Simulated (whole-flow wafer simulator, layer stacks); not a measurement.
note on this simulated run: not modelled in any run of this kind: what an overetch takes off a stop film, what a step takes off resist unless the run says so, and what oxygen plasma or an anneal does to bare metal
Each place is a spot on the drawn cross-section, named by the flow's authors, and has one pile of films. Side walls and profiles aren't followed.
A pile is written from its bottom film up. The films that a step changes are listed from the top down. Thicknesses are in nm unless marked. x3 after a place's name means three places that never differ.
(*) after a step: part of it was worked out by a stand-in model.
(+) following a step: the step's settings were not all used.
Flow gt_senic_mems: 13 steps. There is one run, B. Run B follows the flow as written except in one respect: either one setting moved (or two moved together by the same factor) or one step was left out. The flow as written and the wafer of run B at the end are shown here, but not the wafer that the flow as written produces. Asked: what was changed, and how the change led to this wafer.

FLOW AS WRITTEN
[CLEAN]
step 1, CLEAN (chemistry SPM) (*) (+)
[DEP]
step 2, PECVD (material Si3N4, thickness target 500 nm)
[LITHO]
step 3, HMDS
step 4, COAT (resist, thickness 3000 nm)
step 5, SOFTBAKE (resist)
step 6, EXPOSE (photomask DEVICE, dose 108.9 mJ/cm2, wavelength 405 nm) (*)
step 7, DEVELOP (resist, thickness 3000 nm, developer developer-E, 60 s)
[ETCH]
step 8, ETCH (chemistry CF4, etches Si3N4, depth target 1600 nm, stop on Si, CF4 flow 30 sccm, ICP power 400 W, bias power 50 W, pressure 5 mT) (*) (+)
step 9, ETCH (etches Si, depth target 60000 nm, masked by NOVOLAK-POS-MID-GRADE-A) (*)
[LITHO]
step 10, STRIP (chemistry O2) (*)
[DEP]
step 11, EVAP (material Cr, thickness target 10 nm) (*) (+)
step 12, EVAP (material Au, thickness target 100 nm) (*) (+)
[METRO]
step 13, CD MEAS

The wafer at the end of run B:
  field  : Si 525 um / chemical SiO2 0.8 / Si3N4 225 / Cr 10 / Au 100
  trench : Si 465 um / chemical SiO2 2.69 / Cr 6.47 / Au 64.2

The reason: step 2, PECVD: thickness target 225 nm was run, while the flow as written has thickness target 500 nm.
The wafer lets one read it off: field has Si3N4 225, and step 2 as written asks for 500 nm.

The path from the change to this, step by step:
  step 2, PECVD (material Si3N4, thickness target 500 nm)
      field, trench: +225 Si3N4 (new film) (as written it would have been: +500 Si3N4 (new film))
  step 8, ETCH (chemistry CF4, etches Si3N4, depth target 1600 nm, stop on Si, CF4 flow 30 sccm, ICP power 400 W, bias power 50 W, pressure 5 mT) (*) (+)
      field: -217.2 resist (as written it would have been: -400.5 resist)
      trench: -225 Si3N4 (all of it), -0.8 chemical SiO2 (all of it) (as written it would have been: -500 Si3N4 (all of it), -0.8 chemical SiO2 (all of it))
  step 10, STRIP (chemistry O2) (*)
      field: -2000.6 resist (all of it) (as written it would have been: -1817.3 resist (all of it))
